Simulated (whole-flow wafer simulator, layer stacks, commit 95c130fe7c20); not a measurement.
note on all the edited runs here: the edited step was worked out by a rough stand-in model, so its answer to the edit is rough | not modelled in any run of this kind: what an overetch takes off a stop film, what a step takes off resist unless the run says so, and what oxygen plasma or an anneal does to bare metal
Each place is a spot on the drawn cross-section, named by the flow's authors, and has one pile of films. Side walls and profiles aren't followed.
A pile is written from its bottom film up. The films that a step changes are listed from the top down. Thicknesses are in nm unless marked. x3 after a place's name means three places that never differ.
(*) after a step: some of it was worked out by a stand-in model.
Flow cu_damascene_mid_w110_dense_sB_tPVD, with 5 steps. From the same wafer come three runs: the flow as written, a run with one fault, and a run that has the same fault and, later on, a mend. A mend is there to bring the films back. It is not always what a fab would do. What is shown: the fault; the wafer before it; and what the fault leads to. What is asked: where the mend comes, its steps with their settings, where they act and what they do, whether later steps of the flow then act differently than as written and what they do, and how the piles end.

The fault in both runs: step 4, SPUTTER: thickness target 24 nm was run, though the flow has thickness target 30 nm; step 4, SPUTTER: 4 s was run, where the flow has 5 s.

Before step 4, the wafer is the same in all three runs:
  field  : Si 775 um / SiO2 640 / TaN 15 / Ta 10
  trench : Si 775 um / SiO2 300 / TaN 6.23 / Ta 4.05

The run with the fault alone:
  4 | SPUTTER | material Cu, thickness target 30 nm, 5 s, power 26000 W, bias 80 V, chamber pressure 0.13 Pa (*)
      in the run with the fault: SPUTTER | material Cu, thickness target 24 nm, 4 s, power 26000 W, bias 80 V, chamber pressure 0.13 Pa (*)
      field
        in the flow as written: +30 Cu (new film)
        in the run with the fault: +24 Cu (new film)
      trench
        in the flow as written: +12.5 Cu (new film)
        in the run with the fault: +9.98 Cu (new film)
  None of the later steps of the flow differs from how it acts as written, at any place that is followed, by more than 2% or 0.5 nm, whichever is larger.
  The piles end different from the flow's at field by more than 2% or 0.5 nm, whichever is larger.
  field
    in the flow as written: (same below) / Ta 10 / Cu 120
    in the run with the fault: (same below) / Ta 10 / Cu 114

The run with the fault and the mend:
  The mend follows step 4.
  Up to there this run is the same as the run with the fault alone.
  4a | SPUTTER | material Cu, thickness target 6 nm, 1 s, power 26000 W, bias 80 V, chamber pressure 0.13 Pa (*) (the flow's step 4, run once more with other settings)
      field
        +6 Cu
      trench
        +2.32 Cu
  None of the later steps of the flow differs from how it acts as written, at any place that is followed, by more than 2% or 0.5 nm, whichever is larger.
  At every place that both follow, the piles at the end match the flow's.
